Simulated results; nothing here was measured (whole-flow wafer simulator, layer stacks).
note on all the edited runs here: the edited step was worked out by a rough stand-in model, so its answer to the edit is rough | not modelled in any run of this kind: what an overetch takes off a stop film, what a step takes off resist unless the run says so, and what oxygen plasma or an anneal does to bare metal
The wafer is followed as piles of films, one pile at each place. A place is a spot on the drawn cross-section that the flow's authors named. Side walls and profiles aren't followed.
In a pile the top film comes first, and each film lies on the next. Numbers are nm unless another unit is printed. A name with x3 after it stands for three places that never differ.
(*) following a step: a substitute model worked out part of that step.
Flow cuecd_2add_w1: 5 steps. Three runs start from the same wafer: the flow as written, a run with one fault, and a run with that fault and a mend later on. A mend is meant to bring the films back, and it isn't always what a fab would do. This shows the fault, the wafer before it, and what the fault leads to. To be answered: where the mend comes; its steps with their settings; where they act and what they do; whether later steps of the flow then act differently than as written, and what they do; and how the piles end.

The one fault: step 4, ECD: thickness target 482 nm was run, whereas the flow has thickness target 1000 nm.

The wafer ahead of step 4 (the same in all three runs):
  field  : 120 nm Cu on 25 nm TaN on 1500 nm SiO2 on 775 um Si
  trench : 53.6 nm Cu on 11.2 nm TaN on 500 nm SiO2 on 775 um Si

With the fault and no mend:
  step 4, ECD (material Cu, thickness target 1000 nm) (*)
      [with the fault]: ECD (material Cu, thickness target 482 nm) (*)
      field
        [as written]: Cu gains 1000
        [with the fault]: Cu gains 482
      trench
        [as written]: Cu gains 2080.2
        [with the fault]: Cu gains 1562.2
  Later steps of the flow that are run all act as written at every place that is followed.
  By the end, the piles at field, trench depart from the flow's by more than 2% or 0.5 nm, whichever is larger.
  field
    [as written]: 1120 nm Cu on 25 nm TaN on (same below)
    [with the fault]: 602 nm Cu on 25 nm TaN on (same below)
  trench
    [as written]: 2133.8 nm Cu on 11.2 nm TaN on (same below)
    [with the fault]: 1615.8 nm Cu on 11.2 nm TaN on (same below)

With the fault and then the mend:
  The mend stands after step 5.
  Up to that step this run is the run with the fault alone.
  step 5a, ECD (material Cu, thickness target 518 nm) (the flow's step 4 again, with other settings)
      field, trench
        Cu gains 518
  Later steps of the flow that are run all act as written at every place that is followed.
  The piles end the same as the flow's at every place that both follow.
